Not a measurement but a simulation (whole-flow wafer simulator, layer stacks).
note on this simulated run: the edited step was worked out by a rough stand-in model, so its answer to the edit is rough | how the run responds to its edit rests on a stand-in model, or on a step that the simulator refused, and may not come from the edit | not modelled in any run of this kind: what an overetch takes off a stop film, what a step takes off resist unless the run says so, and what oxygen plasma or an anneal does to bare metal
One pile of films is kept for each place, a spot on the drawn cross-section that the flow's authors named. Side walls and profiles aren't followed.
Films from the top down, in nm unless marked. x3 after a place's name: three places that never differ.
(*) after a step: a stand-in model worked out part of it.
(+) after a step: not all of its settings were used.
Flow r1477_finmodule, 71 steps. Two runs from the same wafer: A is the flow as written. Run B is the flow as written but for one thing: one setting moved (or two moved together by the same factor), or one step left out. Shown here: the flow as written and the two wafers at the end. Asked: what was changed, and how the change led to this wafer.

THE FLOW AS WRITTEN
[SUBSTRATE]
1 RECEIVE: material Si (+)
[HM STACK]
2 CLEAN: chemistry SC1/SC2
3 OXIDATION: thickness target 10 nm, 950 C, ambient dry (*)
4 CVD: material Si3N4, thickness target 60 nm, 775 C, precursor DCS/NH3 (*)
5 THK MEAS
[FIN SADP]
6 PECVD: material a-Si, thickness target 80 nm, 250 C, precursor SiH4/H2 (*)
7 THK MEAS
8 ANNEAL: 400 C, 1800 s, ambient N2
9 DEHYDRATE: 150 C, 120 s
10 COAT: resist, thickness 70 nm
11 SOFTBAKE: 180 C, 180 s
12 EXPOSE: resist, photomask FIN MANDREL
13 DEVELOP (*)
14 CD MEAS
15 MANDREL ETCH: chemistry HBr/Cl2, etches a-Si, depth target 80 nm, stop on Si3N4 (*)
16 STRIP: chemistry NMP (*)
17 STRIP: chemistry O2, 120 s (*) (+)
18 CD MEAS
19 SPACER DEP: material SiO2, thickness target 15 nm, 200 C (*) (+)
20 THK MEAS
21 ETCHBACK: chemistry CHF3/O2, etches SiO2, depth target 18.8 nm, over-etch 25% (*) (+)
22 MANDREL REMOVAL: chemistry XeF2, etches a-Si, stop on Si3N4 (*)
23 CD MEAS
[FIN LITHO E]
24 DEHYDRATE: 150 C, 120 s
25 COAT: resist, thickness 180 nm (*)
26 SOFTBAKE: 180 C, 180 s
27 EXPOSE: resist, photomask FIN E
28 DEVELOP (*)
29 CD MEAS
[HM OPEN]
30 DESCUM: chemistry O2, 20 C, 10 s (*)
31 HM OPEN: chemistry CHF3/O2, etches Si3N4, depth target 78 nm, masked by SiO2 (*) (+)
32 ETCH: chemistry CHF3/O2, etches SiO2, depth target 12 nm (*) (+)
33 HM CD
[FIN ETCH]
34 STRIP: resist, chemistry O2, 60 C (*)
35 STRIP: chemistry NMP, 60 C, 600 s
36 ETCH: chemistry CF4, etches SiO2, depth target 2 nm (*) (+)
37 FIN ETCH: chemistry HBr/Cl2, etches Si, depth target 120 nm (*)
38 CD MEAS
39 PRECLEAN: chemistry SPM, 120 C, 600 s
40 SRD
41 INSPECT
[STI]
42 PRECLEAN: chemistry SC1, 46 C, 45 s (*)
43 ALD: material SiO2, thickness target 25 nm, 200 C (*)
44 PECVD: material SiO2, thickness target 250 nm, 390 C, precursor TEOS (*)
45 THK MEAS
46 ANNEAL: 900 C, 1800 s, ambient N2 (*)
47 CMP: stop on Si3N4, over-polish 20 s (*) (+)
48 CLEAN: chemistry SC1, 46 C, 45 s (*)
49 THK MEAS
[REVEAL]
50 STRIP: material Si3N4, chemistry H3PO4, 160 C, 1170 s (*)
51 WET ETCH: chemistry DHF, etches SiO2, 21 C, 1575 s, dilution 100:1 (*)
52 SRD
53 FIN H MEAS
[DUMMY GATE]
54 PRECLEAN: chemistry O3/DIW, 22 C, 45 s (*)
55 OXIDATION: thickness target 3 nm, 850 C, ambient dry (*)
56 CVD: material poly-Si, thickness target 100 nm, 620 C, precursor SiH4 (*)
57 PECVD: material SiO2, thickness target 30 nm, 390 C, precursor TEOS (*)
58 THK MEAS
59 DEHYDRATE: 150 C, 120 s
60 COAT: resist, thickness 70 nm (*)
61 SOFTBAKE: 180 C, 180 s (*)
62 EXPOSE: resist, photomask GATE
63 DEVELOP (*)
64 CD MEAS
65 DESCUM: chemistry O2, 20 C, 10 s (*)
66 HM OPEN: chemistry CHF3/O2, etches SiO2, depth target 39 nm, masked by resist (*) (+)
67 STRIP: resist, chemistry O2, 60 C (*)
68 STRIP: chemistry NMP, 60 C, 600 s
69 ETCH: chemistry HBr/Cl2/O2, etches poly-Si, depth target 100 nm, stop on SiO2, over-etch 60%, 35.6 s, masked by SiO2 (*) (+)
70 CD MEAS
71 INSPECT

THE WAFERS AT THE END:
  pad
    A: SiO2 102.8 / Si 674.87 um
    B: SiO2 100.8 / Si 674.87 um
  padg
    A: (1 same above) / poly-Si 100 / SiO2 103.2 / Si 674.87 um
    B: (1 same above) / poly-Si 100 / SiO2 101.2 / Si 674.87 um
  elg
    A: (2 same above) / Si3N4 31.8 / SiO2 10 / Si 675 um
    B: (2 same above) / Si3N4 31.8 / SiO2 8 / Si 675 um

The cause: step 3, OXIDATION: thickness target 8 nm was run, where the flow has thickness target 10 nm.
It can be read off the wafer: elg has SiO2 8, and step 3 as written asks for 10 nm.

How the change led to this, step by step:
  3 OXIDATION: thickness target 10 nm, 950 C, ambient dry (*)
      pad, padg, elg and 33 more: A SiO2 +10 (new film), chemical SiO2 -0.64 (all of it), Si -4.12 | B SiO2 +8 (new film), chemical SiO2 -0.64 (all of it), Si -3.24
  31 HM OPEN: chemistry CHF3/O2, etches Si3N4, depth target 78 nm, masked by SiO2 (*) (+)
      s40cg, s45cg, s50cg, s40co, s45co, s50co: A Si3N4 -60 (all of it), SiO2 -9 | B Si3N4 -60 (all of it), SiO2 -8 (all of it)
      pad, padg, esg and 13 more: A Si3N4 -56.4 (all of it), SiO2 -10 (all of it) | B Si3N4 -56.4 (all of it), SiO2 -8 (all of it)
  32 ETCH: chemistry CHF3/O2, etches SiO2, depth target 12 nm (*) (+)
      s40cg, s40co: A SiO2 -1 (all of it), Si -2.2 | B Si -2.08
      s45cg, s45co: A SiO2 -1 (all of it), Si -2.2 | B Si -2.12
      (and at 2 more places)
  47 CMP: stop on Si3N4, over-polish 20 s (*) (+)
      pad, padg, e40sg and 11 more: A SiO2 -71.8 | B SiO2 -73.8
      eso: A SiO2 -72.4 | B SiO2 -74.4
  51 WET ETCH: chemistry DHF, etches SiO2, 21 C, 1575 s, dilution 100:1 (*)
      s40sg_line, s45sg_line, s50sg_line, s40so_line, s45so_line, s50so_line: A SiO2 -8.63 (all of it) | B SiO2 -6.63 (all of it)
  60 COAT: resist, thickness 70 nm (*)
      s40sg, s40so: A resist +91 (new film) | B resist +93 (new film)
      s45sg, s45so: A resist +91 (new film) | B resist +92.9 (new film)
      (and at 2 more places)
  63 DEVELOP (*)
      s40so: A resist -91 (all of it) | B resist -93 (all of it)
      s45so: A resist -91 (all of it) | B resist -92.9 (all of it)
      (and at 1 more place)
  67 STRIP: resist, chemistry O2, 60 C (*)
      s40sg, s45sg: A resist -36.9 (all of it) | B resist -38.8 (all of it)
      s50sg: A resist -36.8 (all of it) | B resist -38.7 (all of it)
